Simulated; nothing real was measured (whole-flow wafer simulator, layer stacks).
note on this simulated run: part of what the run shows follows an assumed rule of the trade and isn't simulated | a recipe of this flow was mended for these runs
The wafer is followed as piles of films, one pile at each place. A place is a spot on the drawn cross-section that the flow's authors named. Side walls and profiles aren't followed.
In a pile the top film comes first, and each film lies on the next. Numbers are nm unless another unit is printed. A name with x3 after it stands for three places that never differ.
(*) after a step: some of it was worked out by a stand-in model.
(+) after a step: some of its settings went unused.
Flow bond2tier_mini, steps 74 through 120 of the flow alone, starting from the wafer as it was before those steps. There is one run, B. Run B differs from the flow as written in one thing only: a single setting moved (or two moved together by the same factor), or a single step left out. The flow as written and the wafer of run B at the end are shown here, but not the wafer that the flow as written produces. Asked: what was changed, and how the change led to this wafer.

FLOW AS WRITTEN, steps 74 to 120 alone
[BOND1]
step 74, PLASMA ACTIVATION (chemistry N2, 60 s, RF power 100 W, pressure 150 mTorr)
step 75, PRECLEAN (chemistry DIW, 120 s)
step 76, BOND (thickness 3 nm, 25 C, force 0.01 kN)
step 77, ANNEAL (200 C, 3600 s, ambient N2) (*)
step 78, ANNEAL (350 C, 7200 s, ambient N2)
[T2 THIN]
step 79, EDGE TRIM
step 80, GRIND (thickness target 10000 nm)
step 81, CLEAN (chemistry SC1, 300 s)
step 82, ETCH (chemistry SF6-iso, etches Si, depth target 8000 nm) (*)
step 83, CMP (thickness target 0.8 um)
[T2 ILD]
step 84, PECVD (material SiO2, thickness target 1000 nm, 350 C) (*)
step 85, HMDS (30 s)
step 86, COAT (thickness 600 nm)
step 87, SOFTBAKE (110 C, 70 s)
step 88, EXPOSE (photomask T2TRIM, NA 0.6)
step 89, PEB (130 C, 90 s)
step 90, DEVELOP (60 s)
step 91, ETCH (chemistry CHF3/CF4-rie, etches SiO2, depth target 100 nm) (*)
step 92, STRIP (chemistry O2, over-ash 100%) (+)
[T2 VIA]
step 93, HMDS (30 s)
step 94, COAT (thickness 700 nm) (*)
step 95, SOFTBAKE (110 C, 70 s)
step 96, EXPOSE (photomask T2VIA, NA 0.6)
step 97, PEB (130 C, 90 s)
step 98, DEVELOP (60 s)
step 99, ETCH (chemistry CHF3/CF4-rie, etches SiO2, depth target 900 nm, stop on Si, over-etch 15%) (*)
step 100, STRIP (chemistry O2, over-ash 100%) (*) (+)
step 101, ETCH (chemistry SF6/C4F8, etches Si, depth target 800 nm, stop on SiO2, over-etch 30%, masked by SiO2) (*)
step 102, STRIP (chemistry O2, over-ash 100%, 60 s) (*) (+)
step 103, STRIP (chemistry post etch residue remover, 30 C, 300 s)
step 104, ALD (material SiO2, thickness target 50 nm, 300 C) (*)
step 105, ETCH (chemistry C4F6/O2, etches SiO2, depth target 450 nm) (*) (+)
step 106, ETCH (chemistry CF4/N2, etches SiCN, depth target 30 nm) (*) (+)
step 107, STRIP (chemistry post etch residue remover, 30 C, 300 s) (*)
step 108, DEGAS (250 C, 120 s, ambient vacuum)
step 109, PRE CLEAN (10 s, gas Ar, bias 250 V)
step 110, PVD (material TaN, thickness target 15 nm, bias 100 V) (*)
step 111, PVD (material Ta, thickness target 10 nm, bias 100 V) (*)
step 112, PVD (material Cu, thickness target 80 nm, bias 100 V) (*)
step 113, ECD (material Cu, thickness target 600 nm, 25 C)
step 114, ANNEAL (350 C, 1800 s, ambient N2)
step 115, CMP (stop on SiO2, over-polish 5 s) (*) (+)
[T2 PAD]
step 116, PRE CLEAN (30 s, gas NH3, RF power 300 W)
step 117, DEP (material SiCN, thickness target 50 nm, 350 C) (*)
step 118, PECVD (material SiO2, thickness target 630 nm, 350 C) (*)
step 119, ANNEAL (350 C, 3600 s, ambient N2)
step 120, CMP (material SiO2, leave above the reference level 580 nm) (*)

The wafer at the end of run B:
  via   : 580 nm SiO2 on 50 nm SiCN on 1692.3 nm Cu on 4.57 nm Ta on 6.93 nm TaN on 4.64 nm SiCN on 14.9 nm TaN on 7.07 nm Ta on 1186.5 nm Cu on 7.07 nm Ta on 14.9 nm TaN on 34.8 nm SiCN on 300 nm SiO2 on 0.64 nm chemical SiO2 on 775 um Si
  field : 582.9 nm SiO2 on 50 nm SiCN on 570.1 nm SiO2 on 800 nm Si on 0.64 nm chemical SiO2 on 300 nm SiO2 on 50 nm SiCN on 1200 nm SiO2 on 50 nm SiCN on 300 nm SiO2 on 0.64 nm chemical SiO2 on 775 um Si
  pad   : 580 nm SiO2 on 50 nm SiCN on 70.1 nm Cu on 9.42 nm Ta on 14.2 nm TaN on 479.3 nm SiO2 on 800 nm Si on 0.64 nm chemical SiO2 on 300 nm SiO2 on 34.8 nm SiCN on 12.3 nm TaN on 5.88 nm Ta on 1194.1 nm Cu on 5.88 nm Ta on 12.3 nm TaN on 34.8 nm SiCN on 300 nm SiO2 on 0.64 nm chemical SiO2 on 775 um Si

The reason: step 106, ETCH: depth target 11.1 nm was run, though the flow has depth target 30 nm.

Step by step, how the change led to this:
  step 106, ETCH (chemistry CF4/N2, etches SiCN, depth target 30 nm) (*) (+)
      via: SiCN loses 11.1 (as written it would have been: SiCN loses 17.6 (all of it), TaN loses 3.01)
      field, pad: SiO2 loses 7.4 (as written it would have been: SiO2 loses 20)
  step 109, PRE CLEAN (10 s, gas Ar, bias 250 V)
      via: SiCN loses 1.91 (as written it would have been: TaN loses 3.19)
  step 110, PVD (material TaN, thickness target 15 nm, bias 100 V) (*)
      via: TaN gains 6.93 (new film) (as written it would have been: TaN gains 6.94)
If metal films that touch count as one body, via has 2 bodies (between them, from the top down: SiCN 4.64); the flow as written gives 1 body.
